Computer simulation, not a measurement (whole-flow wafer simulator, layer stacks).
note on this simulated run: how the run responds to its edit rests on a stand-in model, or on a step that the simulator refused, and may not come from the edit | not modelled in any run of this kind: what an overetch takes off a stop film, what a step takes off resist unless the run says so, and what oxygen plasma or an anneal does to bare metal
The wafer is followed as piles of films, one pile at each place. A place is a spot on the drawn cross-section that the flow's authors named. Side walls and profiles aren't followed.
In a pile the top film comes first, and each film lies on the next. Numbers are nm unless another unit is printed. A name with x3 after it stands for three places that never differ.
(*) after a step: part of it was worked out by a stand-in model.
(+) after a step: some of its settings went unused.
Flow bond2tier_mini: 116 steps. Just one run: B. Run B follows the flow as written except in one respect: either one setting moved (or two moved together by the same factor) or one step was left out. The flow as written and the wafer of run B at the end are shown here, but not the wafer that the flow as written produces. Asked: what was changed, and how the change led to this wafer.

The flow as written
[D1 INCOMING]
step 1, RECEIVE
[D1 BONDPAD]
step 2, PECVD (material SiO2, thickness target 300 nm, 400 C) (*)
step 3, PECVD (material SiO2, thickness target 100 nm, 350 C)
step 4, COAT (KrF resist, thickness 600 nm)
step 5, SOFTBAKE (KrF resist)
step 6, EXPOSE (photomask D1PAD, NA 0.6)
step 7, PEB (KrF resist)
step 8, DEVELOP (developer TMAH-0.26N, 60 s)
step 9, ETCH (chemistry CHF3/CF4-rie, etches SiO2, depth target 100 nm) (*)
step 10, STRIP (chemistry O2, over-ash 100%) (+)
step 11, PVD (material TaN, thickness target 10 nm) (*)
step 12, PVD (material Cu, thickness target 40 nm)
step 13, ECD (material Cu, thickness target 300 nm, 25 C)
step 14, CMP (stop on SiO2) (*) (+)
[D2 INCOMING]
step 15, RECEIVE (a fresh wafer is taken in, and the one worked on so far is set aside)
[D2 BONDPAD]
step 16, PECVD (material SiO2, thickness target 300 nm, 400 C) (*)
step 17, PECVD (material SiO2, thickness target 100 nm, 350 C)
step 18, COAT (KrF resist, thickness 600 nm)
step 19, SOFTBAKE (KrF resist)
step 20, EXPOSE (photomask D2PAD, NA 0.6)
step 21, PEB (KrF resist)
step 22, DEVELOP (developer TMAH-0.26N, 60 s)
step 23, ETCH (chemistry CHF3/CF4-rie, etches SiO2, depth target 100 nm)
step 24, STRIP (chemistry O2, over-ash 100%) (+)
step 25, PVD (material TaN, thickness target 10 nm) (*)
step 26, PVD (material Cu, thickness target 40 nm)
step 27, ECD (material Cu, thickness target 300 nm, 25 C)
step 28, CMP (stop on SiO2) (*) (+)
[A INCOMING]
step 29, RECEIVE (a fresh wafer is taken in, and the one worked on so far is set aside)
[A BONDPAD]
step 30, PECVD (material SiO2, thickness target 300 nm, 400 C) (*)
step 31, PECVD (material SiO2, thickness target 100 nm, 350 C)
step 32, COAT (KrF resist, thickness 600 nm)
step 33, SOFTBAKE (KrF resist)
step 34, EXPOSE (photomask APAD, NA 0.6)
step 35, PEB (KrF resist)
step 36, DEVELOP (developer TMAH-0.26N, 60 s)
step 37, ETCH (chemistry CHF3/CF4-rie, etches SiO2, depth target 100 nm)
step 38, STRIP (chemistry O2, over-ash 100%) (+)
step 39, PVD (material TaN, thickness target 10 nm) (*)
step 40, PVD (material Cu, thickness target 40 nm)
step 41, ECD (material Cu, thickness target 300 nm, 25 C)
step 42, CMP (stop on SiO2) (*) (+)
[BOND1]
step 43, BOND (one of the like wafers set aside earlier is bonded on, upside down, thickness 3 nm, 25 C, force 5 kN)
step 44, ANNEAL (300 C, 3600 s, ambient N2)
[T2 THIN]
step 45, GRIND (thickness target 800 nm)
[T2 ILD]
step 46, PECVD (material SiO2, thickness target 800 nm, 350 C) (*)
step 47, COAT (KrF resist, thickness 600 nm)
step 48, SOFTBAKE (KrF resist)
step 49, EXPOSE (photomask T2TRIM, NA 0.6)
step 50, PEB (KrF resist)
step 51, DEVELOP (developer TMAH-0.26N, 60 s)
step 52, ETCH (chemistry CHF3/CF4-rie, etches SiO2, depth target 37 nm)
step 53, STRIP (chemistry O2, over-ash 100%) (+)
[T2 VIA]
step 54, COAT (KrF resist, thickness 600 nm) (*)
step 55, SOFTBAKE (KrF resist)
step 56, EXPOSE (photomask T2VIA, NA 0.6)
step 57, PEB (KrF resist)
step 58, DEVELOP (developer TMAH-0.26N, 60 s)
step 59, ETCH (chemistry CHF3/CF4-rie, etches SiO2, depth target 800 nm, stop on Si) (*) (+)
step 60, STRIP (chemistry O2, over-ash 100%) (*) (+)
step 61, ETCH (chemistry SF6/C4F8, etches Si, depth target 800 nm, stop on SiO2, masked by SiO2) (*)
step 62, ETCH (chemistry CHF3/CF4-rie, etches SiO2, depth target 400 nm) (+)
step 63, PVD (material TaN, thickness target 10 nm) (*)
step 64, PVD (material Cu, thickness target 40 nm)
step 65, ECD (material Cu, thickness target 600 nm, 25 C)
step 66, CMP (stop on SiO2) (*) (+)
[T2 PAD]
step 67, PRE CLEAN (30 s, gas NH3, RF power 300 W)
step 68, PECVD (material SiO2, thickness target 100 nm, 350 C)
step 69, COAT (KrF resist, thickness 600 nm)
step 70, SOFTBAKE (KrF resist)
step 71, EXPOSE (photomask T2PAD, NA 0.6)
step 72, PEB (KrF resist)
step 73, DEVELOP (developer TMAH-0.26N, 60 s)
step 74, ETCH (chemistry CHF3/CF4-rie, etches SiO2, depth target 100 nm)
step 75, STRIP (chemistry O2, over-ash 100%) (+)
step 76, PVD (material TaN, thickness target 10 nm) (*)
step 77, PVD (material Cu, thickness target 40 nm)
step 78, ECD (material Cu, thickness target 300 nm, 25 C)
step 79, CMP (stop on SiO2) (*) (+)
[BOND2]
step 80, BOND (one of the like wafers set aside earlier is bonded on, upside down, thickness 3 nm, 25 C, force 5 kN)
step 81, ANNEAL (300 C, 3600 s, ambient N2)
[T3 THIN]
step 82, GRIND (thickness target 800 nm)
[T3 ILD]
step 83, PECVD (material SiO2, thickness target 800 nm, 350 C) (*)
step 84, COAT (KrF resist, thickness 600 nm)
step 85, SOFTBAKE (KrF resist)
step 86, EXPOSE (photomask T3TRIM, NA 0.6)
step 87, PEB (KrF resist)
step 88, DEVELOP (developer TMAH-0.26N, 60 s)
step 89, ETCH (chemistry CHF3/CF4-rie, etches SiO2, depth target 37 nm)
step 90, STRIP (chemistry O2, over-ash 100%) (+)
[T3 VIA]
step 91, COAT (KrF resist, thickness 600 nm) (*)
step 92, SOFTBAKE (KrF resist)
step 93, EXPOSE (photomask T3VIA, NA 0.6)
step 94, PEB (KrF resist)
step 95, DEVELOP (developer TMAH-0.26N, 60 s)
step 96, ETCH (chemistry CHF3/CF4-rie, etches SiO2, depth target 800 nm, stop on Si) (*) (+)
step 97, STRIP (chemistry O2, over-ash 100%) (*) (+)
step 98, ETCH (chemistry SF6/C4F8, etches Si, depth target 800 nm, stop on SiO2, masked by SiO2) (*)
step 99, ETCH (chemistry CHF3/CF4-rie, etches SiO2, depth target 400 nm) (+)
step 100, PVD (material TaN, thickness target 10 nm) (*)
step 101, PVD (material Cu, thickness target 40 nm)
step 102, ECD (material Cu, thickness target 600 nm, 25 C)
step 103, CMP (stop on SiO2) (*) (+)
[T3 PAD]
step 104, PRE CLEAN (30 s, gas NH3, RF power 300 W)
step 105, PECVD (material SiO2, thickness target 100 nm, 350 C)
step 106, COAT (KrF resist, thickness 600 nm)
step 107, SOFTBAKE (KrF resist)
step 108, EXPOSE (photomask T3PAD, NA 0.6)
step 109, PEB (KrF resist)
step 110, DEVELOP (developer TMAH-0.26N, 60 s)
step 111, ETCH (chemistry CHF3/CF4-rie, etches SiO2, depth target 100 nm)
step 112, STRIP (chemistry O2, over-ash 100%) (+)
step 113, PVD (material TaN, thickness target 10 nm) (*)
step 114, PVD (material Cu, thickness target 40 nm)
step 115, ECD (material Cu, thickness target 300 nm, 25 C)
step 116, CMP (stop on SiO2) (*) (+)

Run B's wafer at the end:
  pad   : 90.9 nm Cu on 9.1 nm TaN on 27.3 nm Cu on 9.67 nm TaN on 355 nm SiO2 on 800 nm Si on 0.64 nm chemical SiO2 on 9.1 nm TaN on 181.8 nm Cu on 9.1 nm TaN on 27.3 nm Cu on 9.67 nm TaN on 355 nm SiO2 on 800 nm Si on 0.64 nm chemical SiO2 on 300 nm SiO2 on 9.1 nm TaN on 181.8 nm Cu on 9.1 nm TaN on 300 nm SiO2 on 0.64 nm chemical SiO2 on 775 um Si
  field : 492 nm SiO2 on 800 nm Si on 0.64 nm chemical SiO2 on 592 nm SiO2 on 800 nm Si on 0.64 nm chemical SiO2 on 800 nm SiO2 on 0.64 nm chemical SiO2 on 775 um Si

Cause: step 16, PECVD: material SiO2, thickness target 300 nm, 400 C (*), was skipped.

How this came from the change, step by step:
  step 17, PECVD (material SiO2, thickness target 100 nm, 350 C)
      field, pad, via: SiO2 gains 100 (new film) (as written it would have been: SiO2 gains 100)
  step 23, ETCH (chemistry CHF3/CF4-rie, etches SiO2, depth target 100 nm)
      pad, via: SiO2 loses 100 (all of it) (as written it would have been: SiO2 loses 100)
  step 80, BOND (one of the like wafers set aside earlier is bonded on, upside down, thickness 3 nm, 25 C, force 5 kN)
      pad: Si gains 775 um (new film), chemical SiO2 gains 0.64 (new film), TaN gains 9.1 (new film), Cu gains 90.9 (as written it would have been: Si gains 775 um (new film), chemical SiO2 gains 0.64 (new film), SiO2 gains 300 (new film), TaN gains 9.1 (new film), Cu gains 90.9)
      field: Si gains 775 um (new film), chemical SiO2 gains 0.64 (new film), SiO2 gains 100 (as written it would have been: Si gains 775 um (new film), chemical SiO2 gains 0.64 (new film), SiO2 gains 400)
